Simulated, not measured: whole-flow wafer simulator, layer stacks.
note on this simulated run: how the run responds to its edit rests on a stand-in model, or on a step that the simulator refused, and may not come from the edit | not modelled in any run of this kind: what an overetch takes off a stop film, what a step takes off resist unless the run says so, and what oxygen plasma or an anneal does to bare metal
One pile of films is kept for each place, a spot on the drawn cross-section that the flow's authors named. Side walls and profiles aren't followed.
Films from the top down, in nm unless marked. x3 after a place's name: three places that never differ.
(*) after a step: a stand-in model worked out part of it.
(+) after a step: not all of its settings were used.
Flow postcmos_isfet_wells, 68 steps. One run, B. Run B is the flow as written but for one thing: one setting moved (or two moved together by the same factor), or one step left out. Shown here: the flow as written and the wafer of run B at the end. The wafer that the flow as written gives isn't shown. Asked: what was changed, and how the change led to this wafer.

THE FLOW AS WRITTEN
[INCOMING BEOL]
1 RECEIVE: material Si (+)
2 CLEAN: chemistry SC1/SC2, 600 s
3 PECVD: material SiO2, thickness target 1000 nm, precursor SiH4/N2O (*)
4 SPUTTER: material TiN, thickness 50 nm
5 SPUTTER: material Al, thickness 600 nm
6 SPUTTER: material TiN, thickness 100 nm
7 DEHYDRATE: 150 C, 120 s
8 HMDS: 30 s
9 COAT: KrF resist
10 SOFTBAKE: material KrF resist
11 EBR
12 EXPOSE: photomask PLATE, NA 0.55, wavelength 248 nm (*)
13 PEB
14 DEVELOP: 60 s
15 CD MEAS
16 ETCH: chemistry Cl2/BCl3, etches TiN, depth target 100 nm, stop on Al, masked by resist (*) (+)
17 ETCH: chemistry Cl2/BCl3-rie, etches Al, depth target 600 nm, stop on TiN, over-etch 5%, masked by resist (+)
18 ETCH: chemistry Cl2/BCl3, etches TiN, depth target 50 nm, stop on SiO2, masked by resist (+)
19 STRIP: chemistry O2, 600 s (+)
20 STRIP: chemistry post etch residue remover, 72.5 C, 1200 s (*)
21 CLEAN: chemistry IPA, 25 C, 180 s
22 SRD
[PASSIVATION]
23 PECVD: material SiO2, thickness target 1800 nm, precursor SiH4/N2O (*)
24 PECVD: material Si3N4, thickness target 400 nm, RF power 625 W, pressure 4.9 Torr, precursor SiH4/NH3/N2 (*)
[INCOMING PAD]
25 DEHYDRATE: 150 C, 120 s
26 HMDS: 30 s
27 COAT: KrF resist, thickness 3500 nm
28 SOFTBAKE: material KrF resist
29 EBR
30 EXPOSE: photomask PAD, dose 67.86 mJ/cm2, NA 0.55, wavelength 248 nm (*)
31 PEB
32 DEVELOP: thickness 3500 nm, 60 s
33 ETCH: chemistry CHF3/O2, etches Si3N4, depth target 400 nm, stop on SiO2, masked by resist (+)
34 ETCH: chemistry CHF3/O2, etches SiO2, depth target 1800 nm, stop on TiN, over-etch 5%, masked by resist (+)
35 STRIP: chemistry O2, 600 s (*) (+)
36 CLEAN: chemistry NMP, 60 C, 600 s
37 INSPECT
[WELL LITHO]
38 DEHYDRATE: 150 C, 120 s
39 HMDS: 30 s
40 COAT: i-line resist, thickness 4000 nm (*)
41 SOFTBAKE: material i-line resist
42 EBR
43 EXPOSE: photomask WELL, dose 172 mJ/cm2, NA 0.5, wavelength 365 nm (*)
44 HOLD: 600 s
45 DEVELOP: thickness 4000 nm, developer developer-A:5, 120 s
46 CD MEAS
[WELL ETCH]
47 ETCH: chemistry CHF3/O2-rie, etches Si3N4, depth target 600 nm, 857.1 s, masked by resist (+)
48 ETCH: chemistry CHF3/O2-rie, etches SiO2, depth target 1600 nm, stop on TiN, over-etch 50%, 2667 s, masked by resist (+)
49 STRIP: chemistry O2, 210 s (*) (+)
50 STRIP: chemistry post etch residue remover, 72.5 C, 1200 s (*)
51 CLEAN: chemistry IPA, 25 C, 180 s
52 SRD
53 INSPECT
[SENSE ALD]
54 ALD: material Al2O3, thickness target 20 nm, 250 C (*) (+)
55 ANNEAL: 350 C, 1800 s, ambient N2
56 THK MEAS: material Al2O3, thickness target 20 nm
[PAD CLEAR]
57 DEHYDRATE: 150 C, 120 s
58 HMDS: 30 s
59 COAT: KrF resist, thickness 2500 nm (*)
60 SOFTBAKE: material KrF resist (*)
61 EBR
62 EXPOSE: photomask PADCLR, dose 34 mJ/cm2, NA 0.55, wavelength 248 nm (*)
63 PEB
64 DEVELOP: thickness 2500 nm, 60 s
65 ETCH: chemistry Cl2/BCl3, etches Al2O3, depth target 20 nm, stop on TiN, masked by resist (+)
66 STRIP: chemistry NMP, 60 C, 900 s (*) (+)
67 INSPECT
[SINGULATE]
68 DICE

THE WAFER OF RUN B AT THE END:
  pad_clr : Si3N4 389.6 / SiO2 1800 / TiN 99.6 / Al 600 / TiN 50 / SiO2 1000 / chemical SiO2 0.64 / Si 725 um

The cause: step 27, COAT: thickness 5250 nm was run, where the flow has thickness 3500 nm; step 65, ETCH: depth target 30 nm was run, where the flow has depth target 20 nm.

How the change led to this, step by step:
  27 COAT: KrF resist, thickness 3500 nm
      field, margin, well900, well1300 x3, pad_rim, pad_clr, pad_open: KrF resist +5250 (new film) (as written it would be: KrF resist +3500 (new film))
  32 DEVELOP: thickness 3500 nm, 60 s
      pad_open: KrF resist -5249.9 (all of it) (as written it would be: KrF resist -3500 (all of it))
  35 STRIP: chemistry O2, 600 s (*) (+)
      field, margin, well900, well1300 x3, pad_rim, pad_clr: KrF resist -3388.4 (all of it) (as written it would be: KrF resist -1638.4 (all of it))
  65 ETCH: chemistry Cl2/BCl3, etches Al2O3, depth target 20 nm, stop on TiN, masked by resist (+)
      pad_clr: Al2O3 -20 (all of it), Si3N4 -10 (as written it would be: Al2O3 -20 (all of it))
      field, margin, pad_rim: KrF resist -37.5 (as written it would be: KrF resist -25)
